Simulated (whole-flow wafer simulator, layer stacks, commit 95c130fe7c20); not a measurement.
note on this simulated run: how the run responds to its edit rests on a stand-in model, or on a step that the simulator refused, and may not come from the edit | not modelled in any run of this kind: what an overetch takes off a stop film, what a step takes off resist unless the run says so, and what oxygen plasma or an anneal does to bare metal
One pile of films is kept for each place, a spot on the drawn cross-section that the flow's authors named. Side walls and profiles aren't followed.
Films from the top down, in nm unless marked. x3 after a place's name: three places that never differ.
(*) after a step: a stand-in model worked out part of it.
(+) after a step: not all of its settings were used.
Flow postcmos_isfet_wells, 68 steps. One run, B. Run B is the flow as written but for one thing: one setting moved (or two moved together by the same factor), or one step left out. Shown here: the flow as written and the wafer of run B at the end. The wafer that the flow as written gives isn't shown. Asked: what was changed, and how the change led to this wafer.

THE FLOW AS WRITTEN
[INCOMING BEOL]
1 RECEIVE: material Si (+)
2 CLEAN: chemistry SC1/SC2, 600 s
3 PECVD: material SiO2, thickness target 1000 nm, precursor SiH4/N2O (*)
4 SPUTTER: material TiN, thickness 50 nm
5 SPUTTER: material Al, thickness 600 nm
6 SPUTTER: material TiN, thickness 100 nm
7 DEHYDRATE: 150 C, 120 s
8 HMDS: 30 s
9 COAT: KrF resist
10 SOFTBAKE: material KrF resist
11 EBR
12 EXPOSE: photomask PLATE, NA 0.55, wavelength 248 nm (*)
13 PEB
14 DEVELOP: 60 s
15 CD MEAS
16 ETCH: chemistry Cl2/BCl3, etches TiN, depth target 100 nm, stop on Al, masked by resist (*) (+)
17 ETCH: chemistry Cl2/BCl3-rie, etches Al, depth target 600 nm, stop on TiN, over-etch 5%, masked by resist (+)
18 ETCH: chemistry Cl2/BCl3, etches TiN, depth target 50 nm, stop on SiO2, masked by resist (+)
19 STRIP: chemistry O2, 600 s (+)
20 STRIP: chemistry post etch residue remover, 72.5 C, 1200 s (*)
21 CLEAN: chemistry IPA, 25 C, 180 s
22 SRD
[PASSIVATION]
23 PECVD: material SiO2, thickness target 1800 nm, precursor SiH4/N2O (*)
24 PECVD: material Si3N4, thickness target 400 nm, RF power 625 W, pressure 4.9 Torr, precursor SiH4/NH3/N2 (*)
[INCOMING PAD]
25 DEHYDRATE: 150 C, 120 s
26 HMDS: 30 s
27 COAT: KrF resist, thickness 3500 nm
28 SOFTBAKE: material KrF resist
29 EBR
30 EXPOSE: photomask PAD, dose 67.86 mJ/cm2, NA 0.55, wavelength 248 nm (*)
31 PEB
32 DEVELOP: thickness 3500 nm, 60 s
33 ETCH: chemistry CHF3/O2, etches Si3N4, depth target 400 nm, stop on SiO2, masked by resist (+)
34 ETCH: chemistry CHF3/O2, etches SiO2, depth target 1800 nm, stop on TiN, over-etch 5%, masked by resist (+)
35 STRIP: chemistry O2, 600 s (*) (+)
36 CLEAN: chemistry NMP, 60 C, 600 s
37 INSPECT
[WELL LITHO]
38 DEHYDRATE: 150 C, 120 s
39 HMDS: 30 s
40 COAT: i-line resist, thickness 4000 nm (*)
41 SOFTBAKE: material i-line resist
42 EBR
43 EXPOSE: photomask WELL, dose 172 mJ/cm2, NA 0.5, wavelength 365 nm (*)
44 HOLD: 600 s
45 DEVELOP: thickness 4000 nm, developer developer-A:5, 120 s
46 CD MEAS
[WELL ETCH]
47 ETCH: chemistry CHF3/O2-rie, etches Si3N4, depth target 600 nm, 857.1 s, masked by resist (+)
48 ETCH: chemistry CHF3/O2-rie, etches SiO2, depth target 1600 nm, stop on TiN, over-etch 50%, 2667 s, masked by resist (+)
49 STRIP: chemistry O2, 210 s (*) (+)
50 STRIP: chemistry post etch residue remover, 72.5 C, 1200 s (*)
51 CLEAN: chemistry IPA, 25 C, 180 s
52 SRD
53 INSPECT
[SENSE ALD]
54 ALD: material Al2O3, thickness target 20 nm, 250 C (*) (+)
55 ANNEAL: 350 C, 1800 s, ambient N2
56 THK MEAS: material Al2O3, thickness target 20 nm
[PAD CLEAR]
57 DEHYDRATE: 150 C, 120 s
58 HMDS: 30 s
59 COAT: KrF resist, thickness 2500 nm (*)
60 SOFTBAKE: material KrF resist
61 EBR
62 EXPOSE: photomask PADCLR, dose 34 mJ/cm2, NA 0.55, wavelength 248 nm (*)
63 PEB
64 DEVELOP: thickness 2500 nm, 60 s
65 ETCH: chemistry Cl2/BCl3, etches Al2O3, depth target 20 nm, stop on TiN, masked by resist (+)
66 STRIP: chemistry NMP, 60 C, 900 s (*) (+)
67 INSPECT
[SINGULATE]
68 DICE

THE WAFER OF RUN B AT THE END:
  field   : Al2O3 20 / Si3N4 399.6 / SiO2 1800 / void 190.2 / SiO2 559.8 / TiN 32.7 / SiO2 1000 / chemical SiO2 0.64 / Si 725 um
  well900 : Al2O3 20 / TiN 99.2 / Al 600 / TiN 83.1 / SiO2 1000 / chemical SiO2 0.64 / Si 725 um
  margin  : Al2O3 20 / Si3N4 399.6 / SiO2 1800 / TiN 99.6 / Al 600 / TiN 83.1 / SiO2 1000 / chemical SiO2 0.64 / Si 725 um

The cause: step 4, SPUTTER: thickness 83.1 nm was run, where the flow has thickness 50 nm.
It can be read off the wafer: well900 has TiN 83.1, and step 4 as written asks for 50 nm.

How the change led to this, step by step:
  4 SPUTTER: material TiN, thickness 50 nm
      field, margin, well900, well1300 x3, pad_rim, pad_clr, pad_open: TiN +83.1 (new film) (as written it would be: TiN +50 (new film))
  18 ETCH: chemistry Cl2/BCl3, etches TiN, depth target 50 nm, stop on SiO2, masked by resist (+)
      field: TiN -50 (as written it would be: TiN -50 (all of it))
  23 PECVD: material SiO2, thickness target 1800 nm, precursor SiH4/N2O (*)
      field: SiO2 +1800 (new film), void +190.2 (new film), SiO2 +559.8 (new film) (as written it would be: SiO2 +1800 (new film), void +189.9 (new film), SiO2 +559.7)
Counting metal films that touch as one body, field has 1 body; the flow as written gives 0 bodies.
